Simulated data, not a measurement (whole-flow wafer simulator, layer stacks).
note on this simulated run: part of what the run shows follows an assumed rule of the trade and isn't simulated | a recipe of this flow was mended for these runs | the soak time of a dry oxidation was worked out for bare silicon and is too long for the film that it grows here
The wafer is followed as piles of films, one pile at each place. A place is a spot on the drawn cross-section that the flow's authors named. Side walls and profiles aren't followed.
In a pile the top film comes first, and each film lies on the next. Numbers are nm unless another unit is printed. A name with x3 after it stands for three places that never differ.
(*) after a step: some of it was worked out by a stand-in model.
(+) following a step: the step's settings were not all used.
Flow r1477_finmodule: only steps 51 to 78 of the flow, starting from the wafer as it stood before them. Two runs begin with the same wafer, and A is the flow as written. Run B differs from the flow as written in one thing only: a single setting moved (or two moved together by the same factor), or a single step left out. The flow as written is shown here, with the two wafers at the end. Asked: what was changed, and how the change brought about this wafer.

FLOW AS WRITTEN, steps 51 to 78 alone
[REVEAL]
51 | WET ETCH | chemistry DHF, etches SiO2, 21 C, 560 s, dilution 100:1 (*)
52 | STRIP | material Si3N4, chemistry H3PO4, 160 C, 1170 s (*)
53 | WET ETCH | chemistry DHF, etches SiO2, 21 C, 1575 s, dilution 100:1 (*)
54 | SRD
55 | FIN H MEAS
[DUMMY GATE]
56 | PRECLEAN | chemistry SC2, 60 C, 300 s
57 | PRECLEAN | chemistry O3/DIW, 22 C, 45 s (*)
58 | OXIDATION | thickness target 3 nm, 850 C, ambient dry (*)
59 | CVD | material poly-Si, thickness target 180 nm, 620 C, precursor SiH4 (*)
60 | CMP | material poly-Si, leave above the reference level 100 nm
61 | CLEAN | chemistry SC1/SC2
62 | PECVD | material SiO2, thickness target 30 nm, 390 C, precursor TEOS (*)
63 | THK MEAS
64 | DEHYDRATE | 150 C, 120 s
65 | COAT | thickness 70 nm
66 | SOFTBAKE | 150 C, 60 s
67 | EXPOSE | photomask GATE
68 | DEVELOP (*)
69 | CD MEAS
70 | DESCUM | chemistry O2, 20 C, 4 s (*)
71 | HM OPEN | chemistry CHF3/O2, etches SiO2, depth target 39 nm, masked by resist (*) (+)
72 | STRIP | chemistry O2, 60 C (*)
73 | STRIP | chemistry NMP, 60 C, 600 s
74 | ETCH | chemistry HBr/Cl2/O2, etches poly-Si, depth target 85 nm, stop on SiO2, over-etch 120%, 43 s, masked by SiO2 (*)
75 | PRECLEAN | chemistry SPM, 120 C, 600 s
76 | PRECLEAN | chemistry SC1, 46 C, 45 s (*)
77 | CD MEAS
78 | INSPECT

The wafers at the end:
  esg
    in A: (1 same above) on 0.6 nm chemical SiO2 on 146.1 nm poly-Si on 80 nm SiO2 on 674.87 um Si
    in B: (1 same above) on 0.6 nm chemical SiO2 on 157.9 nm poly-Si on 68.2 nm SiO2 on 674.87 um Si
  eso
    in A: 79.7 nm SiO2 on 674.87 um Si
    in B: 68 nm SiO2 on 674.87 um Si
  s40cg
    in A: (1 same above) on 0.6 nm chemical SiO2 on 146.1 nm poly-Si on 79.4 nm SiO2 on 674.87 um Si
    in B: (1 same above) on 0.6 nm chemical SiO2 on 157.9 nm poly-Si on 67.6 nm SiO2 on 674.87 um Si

Cause: step 53, WET ETCH: 1811 s was run, whereas the flow has 1575 s.

The path from the change to this, step by step:
  53 | WET ETCH | chemistry DHF, etches SiO2, 21 C, 1575 s, dilution 100:1 (*)
      esg, e40sg, e100sg and 17 more: A -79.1 SiO2 | B -91 SiO2
      pad, padg: A -85.7 SiO2 | B -98.5 SiO2
  59 | CVD | material poly-Si, thickness target 180 nm, 620 C, precursor SiH4 (*)
      esg, e40sg, e100sg and 15 more: A +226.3 poly-Si (new film) | B +238.1 poly-Si (new film)
      e200sg, e200so: A +219.2 poly-Si (new film) | B +238.1 poly-Si (new film)
  60 | CMP | material poly-Si, leave above the reference level 100 nm
      pad, padg: A -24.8 poly-Si | B -11.9 poly-Si
      e200sg, e200so: A -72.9 poly-Si | B -80 poly-Si
  74 | ETCH | chemistry HBr/Cl2/O2, etches poly-Si, depth target 85 nm, stop on SiO2, over-etch 120%, 43 s, masked by SiO2 (*)
      eso, e40so, e100so and 7 more: A -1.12 chemical SiO2 (all of it), -143.9 poly-Si (all of it), -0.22 SiO2 | B -1.12 chemical SiO2 (all of it), -155.7 poly-Si (all of it), -0.16 SiO2
      pad: A -1.12 chemical SiO2 (all of it), -152.8 poly-Si (all of it), -0.17 SiO2 | B -1.12 chemical SiO2 (all of it), -165.6 poly-Si (all of it), -0.11 SiO2
